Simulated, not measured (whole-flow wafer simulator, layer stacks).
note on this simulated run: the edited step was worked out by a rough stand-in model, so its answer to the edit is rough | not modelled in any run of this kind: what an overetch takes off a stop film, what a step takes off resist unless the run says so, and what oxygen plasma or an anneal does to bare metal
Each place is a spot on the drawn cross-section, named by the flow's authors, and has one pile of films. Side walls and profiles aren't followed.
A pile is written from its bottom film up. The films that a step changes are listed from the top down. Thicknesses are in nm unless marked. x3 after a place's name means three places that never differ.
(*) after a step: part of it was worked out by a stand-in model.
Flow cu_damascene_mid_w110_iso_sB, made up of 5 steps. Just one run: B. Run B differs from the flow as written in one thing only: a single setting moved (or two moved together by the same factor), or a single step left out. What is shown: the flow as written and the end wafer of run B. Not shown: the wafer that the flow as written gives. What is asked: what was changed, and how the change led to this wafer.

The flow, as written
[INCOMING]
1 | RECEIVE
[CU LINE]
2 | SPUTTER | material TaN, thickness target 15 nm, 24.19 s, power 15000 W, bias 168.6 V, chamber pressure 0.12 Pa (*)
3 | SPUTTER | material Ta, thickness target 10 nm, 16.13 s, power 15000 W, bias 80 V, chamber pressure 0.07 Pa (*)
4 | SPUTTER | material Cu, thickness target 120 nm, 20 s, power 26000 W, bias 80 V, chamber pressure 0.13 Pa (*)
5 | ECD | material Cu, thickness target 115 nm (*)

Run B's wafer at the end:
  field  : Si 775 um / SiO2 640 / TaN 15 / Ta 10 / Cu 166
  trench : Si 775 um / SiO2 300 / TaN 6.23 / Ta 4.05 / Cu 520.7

Cause: step 4, SPUTTER: thickness target 51 nm was run, whereas the flow has thickness target 120 nm; step 4, SPUTTER: 8.5 s was run, where the flow has 20 s.

Step by step, how the change led to this:
  4 | SPUTTER | material Cu, thickness target 120 nm, 20 s, power 26000 W, bias 80 V, chamber pressure 0.13 Pa (*)
      field: +51 Cu (new film) (as written it would have been: +120 Cu (new film))
      trench: +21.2 Cu (new film) (as written it would have been: +49.9 Cu (new film))
  5 | ECD | material Cu, thickness target 115 nm (*)
      trench: +499.5 Cu (as written it would have been: +539.8 Cu)
